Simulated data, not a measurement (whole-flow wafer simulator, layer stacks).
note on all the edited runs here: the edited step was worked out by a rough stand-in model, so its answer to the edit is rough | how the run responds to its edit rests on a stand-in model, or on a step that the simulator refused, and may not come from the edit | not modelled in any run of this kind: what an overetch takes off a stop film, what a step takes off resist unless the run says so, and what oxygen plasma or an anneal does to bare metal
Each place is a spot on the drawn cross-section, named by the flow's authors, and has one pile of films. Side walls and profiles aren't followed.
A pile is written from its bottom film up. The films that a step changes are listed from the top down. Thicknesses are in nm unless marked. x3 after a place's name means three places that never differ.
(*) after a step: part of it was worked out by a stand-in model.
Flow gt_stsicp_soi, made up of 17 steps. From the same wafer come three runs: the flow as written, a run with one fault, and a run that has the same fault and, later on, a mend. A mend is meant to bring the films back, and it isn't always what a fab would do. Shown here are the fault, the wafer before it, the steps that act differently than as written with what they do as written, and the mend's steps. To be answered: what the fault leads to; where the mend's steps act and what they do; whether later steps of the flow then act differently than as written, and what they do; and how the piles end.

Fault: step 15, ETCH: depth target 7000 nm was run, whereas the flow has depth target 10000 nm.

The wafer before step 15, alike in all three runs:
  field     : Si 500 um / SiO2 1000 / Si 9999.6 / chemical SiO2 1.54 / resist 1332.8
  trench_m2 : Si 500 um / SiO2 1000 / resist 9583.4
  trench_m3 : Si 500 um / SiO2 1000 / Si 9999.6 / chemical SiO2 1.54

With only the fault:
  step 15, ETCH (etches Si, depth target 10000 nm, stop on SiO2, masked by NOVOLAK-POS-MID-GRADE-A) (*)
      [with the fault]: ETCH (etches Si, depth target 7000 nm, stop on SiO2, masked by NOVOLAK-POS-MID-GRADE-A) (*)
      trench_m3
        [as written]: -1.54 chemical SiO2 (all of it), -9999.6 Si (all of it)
        [with the fault]: -1.54 chemical SiO2 (all of it), -7000 Si
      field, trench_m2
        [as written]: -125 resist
        [with the fault]: -87.5 resist
  Steps further on in the flow that do not act as written:
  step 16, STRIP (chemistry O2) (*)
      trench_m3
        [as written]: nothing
        [with the fault]: +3 chemical SiO2 (new film), -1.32 Si
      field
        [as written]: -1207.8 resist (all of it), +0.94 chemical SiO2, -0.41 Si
        [with the fault]: -1245.3 resist (all of it), +0.94 chemical SiO2, -0.41 Si
  The piles end different from the flow's at trench_m3 by more than 2% or 0.5 nm, whichever is larger.
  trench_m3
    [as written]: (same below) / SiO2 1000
    [with the fault]: (same below) / SiO2 1000 / Si 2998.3 / chemical SiO2 3

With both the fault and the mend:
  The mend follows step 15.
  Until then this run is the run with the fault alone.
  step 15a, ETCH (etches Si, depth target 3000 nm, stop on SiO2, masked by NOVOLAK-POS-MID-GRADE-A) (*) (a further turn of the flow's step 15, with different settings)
      field, trench_m2
        -37.5 resist
      trench_m3
        -2999.6 Si (all of it)
  None of the later steps of the flow acts differently than as written at any place that is followed.
  By the end, the piles equal the flow's at every place that both follow.
